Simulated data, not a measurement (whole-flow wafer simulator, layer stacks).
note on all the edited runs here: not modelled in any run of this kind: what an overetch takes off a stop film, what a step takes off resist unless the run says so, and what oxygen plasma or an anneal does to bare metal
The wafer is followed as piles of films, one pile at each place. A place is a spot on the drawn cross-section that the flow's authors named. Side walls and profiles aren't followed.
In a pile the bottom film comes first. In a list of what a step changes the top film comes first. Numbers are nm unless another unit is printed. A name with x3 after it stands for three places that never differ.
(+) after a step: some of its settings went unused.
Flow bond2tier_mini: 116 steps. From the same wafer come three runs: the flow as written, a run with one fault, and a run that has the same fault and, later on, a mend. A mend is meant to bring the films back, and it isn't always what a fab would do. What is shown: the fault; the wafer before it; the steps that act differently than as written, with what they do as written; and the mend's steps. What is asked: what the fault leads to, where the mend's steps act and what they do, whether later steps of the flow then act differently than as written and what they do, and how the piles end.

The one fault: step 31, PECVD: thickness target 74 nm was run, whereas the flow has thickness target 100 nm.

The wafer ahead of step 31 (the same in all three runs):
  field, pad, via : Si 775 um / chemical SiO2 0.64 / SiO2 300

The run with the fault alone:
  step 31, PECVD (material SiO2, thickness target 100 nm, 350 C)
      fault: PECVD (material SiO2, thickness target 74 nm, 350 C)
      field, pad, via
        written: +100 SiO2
        fault: +74 SiO2
  Every later step of the flow that is run acts as written at every place that is followed.
  By the end, the piles at field, pad depart from the flow's by more than 2% or 0.5 nm, whichever is larger.
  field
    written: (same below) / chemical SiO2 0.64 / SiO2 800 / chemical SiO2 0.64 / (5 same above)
    fault: (same below) / chemical SiO2 0.64 / SiO2 774 / chemical SiO2 0.64 / (5 same above)
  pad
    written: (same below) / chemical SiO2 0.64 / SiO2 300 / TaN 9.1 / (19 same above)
    fault: (same below) / chemical SiO2 0.64 / SiO2 274 / TaN 9.1 / (19 same above)

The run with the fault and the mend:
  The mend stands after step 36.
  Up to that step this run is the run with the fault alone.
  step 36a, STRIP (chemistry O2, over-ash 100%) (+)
      field
        -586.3 KrF resist (all of it)
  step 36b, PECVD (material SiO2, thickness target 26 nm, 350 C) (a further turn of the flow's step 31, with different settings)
      field, pad, via
        +26 SiO2
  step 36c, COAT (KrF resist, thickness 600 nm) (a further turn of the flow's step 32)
      field, pad, via
        +600 KrF resist (new film)
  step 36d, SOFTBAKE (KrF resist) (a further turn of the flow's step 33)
      does not change any film at any place that is followed
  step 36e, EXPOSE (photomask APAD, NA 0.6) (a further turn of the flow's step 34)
      does not change any film at any place that is followed
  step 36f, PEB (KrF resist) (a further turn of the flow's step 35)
      does not change any film at any place that is followed
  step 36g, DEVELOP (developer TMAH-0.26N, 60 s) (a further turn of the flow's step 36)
      pad, via
        -600 KrF resist (all of it)
      field
        -13.7 KrF resist
  Every later step of the flow that is run acts as written at every place that is followed.
  By the end, the piles equal the flow's at every place that both follow.
